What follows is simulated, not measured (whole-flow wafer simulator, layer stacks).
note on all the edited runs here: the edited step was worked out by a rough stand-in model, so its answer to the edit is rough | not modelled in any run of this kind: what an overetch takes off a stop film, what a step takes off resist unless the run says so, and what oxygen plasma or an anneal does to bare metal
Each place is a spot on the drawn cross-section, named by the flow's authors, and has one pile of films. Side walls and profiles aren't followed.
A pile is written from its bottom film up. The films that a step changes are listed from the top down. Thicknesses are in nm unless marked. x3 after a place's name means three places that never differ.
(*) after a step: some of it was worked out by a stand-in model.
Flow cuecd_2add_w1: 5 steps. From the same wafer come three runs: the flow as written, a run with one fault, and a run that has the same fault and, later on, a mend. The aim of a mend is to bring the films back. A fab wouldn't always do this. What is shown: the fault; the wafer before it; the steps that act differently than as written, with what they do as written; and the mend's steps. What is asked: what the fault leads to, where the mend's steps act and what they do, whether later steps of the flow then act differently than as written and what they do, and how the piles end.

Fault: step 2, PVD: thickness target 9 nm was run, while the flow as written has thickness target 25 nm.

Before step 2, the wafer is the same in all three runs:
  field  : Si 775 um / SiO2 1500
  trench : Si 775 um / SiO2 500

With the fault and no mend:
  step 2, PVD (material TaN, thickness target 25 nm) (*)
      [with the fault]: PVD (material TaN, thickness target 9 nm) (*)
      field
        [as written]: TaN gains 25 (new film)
        [with the fault]: TaN gains 9 (new film)
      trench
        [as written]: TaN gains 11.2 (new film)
        [with the fault]: TaN gains 4.05 (new film)
  Every later step of the flow that is run acts as written, at every place that is followed, to within 2% or 0.5 nm, whichever is larger.
  The piles end different from the flow's at field, trench by more than 2% or 0.5 nm, whichever is larger.
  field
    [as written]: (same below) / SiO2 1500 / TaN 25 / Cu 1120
    [with the fault]: (same below) / SiO2 1500 / TaN 9 / Cu 1120
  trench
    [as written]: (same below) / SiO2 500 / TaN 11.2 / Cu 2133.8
    [with the fault]: (same below) / SiO2 500 / TaN 4.05 / Cu 2125

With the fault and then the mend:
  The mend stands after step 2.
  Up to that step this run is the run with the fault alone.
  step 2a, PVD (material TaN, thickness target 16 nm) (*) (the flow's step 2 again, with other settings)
      field
        TaN gains 16
      trench
        TaN gains 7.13
  Every later step of the flow that is run acts as written at every place that is followed.
  By the end, the piles equal the flow's at every place that both follow.
